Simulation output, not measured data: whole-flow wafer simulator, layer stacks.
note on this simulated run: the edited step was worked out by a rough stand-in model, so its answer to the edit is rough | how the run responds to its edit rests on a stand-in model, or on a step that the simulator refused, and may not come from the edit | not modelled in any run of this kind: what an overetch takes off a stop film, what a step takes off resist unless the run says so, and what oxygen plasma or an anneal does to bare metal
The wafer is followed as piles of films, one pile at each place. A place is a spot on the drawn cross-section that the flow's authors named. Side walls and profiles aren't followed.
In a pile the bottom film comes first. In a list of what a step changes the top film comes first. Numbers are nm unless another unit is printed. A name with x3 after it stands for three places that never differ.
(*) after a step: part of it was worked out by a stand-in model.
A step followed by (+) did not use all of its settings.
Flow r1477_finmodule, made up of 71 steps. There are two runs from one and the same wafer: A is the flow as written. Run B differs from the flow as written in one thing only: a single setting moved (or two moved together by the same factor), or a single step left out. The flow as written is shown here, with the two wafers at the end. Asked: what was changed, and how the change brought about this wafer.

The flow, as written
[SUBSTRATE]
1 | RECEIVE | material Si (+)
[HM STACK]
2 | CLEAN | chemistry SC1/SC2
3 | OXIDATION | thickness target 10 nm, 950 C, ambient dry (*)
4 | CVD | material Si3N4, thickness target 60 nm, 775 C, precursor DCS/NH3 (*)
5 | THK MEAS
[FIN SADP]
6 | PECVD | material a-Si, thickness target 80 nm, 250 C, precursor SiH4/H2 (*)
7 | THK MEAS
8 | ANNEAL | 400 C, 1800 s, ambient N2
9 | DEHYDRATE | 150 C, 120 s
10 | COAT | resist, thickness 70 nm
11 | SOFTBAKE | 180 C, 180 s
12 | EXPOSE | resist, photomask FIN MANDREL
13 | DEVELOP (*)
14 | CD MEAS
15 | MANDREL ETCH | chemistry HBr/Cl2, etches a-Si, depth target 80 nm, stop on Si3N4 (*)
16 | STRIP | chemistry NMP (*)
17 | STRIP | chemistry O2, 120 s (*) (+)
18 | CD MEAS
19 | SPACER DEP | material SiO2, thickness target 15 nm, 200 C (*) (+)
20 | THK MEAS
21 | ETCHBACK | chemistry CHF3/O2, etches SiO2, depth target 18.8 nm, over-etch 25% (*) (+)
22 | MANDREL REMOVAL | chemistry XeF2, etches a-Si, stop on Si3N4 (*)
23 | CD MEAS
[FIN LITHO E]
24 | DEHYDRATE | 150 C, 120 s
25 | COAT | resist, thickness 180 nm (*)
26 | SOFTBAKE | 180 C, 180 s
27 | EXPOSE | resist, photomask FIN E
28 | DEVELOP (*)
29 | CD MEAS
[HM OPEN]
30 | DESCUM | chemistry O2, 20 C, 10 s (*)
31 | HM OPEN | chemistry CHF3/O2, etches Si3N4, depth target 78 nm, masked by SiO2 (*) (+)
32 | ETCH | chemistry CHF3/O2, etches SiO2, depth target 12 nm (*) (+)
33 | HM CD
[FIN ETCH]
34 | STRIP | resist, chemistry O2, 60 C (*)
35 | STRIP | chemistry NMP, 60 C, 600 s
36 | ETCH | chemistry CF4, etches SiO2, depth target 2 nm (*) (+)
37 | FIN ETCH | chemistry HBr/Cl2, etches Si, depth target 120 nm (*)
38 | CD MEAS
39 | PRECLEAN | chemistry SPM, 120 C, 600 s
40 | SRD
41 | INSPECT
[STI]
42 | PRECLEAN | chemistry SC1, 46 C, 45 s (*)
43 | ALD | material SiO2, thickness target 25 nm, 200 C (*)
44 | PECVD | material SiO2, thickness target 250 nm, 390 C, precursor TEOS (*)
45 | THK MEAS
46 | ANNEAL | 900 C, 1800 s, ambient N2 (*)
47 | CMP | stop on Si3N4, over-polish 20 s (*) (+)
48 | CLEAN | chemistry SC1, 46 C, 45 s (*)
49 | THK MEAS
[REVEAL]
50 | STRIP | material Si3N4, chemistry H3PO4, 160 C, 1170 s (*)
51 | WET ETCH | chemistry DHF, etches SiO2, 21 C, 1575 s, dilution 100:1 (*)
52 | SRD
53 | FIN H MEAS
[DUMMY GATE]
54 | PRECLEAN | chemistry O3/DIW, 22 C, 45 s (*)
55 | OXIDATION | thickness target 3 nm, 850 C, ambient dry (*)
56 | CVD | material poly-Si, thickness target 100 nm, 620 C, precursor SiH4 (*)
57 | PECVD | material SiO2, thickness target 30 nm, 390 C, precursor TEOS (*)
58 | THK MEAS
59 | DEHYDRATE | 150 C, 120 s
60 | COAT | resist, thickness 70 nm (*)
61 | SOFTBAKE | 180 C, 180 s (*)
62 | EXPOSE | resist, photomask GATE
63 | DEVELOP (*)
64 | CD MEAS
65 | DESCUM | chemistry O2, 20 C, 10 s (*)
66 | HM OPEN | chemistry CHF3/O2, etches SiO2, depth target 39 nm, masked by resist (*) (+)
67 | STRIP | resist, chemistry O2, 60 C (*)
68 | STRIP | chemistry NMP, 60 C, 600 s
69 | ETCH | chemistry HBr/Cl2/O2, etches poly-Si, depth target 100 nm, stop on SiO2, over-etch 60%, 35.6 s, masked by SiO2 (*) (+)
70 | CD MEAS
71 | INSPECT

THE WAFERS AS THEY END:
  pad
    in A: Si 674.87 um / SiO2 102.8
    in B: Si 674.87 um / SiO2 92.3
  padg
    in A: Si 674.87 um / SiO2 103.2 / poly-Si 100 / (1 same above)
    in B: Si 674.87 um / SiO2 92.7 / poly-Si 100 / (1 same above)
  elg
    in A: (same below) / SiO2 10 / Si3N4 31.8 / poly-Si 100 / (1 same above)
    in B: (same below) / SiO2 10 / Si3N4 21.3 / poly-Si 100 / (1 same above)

Cause: step 4, CVD: thickness target 49.5 nm was run, whereas the flow has thickness target 60 nm.

The path from the change to this, step by step:
  4 | CVD | material Si3N4, thickness target 60 nm, 775 C, precursor DCS/NH3 (*)
      pad, padg, elg and 33 more: A Si3N4 gains 60 (new film) | B Si3N4 gains 49.5 (new film)
  31 | HM OPEN | chemistry CHF3/O2, etches Si3N4, depth target 78 nm, masked by SiO2 (*) (+)
      pad, padg, esg and 13 more: A Si3N4 loses 56.4 (all of it), SiO2 loses 10 (all of it) | B Si3N4 loses 45.9 (all of it), SiO2 loses 10 (all of it)
      elg, e40lg, e100lg, e200lg, elo, e40lo, e100lo, e200lo: A resist loses 78 | B resist loses 68.8
      (also at 12 further places)
  32 | ETCH | chemistry CHF3/O2, etches SiO2, depth target 12 nm (*) (+)
      s40cg, s45cg, s50cg, s40co, s45co, s50co: A SiO2 loses 1 (all of it), Si loses 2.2 | B SiO2 loses 0.34 (all of it), Si loses 2.33
  34 | STRIP | resist, chemistry O2, 60 C (*)
      elg, e40lg, e100lg, e200lg, elo, e40lo, e100lo, e200lo: A resist loses 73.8 (all of it) | B resist loses 82.9 (all of it)
  43 | ALD | material SiO2, thickness target 25 nm, 200 C (*)
      s40cg, s45cg, s50cg, s40co, s45co, s50co: A SiO2 gains 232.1 (new film) | B SiO2 gains 226.3 (new film)
      esg: A SiO2 gains 194.3 (new film) | B SiO2 gains 183.7 (new film)
  47 | CMP | stop on Si3N4, over-polish 20 s (*) (+)
      pad, padg, e40sg and 11 more: A SiO2 loses 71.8 | B SiO2 loses 82.3
      eso: A SiO2 loses 72.4 | B SiO2 loses 82.9
  50 | STRIP | material Si3N4, chemistry H3PO4, 160 C, 1170 s (*)
      s40sg_line, s45sg_line, s50sg_line, s40so_line, s45so_line, s50so_line: A Si3N4 loses 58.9 (all of it), SiO2 loses 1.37 | B Si3N4 loses 48.4 (all of it), SiO2 loses 1.69
  56 | CVD | material poly-Si, thickness target 100 nm, 620 C, precursor SiH4 (*)
      s40cg, s40co: A poly-Si gains 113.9 (new film) | B poly-Si gains 126.4 (new film)
      s45cg, s45co: A poly-Si gains 113.4 (new film) | B poly-Si gains 126.4 (new film)
      (also at 2 further places)
  60 | COAT | resist, thickness 70 nm (*)
      s40cg, s40co: A resist gains 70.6 (new film) | B resist gains 68.7 (new film)
      s40sg, s40so: A resist gains 91 (new film) | B resist gains 101.6 (new film)
      (also at 8 further places)
  63 | DEVELOP (*)
      s40co: A resist loses 70.6 (all of it) | B resist loses 68.7 (all of it)
      s40so: A resist loses 91 (all of it) | B resist loses 101.6 (all of it)
      (also at 4 further places)
  67 | STRIP | resist, chemistry O2, 60 C (*)
      s40cg: A resist loses 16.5 (all of it) | B resist loses 14.6 (all of it)
      s40sg: A resist loses 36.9 (all of it) | B resist loses 47.5 (all of it)
      (also at 5 further places)
  69 | ETCH | chemistry HBr/Cl2/O2, etches poly-Si, depth target 100 nm, stop on SiO2, over-etch 60%, 35.6 s, masked by SiO2 (*) (+)
      s40co: A chemical SiO2 loses 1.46 (all of it), poly-Si loses 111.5 (all of it), SiO2 loses 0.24 | B chemical SiO2 loses 1.46 (all of it), poly-Si loses 124 (all of it), SiO2 loses 0.18
      s45co: A chemical SiO2 loses 1.46 (all of it), poly-Si loses 110.9 (all of it), SiO2 loses 0.25 | B chemical SiO2 loses 1.46 (all of it), poly-Si loses 124 (all of it), SiO2 loses 0.18
      (also at 1 further place)
